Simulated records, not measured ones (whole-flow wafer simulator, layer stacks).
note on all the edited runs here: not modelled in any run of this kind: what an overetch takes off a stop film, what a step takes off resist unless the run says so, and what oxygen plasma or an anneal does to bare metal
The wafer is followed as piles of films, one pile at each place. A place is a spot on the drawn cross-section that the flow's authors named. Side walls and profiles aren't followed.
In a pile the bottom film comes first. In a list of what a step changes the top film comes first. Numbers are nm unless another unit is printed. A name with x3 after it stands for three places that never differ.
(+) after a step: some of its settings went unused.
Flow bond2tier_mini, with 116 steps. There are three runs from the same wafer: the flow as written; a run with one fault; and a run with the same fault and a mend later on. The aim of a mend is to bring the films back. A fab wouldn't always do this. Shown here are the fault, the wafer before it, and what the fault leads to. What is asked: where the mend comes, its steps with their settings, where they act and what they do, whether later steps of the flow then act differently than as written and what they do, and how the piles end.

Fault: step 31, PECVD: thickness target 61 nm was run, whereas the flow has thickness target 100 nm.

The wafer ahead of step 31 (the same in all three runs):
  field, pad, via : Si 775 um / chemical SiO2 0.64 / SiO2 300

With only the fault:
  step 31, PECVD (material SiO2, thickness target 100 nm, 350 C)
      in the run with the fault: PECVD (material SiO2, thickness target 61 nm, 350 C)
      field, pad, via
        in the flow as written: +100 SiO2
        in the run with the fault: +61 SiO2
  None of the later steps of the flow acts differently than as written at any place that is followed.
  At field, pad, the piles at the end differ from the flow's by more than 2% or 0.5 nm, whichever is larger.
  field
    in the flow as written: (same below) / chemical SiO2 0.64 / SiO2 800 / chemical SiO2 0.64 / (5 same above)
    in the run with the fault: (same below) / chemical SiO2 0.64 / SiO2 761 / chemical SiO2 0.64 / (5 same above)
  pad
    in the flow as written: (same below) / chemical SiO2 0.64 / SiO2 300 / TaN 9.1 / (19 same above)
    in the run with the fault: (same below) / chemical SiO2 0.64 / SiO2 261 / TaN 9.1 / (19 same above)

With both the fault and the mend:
  After step 36 comes the mend.
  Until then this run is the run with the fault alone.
  step 36a, STRIP (chemistry O2, over-ash 100%) (+)
      field
        -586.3 KrF resist (all of it)
  step 36b, PECVD (material SiO2, thickness target 39 nm, 350 C) (the flow's step 31, run once more with other settings)
      field, pad, via
        +39 SiO2
  step 36c, COAT (KrF resist, thickness 600 nm) (the flow's step 32, run once more)
      field, pad, via
        +600 KrF resist (new film)
  step 36d, SOFTBAKE (KrF resist) (the flow's step 33, run once more)
      alters no film at any place that is followed
  step 36e, EXPOSE (photomask APAD, NA 0.6) (the flow's step 34, run once more)
      alters no film at any place that is followed
  step 36f, PEB (KrF resist) (the flow's step 35, run once more)
      alters no film at any place that is followed
  step 36g, DEVELOP (developer TMAH-0.26N, 60 s) (the flow's step 36, run once more)
      pad, via
        -600 KrF resist (all of it)
      field
        -13.7 KrF resist
  None of the later steps of the flow acts differently than as written at any place that is followed.
  At every place that both follow, the piles at the end match the flow's.
